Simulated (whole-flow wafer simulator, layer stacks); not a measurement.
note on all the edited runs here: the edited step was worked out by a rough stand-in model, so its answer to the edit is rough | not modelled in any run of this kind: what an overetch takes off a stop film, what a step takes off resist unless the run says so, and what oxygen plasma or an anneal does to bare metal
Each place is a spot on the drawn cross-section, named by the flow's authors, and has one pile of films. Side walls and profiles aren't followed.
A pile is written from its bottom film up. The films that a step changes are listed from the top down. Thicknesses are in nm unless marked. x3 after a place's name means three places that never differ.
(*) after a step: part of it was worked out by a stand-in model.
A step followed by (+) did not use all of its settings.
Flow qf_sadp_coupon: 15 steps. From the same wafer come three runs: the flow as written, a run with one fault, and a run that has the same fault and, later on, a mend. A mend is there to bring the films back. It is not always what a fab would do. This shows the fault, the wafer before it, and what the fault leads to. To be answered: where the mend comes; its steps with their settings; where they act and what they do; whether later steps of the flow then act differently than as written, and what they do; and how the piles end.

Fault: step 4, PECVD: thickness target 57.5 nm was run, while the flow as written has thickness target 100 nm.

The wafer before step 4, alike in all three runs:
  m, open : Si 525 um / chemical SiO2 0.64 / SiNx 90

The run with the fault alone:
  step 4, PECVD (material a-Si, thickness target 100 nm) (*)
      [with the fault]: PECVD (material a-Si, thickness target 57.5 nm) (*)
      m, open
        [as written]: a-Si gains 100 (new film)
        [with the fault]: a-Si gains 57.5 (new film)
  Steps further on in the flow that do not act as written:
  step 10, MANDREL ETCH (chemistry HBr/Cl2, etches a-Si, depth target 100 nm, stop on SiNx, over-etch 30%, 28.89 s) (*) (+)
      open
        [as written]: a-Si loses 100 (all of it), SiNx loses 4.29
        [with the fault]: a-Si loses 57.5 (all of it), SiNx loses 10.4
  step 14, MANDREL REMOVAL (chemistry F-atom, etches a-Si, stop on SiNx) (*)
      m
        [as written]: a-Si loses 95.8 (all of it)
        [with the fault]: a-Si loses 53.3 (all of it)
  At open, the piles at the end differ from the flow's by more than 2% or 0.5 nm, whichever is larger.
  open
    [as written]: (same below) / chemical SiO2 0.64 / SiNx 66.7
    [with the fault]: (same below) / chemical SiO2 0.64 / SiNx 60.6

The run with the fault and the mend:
  The mend follows step 4.
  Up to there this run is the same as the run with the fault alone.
  step 4a, PECVD (material a-Si, thickness target 42.5 nm) (*) (the flow's step 4 again, with other settings)
      m, open
        a-Si gains 42.5
  None of the later steps of the flow acts differently than as written at any place that is followed.
  By the end, the piles equal the flow's at every place that both follow.
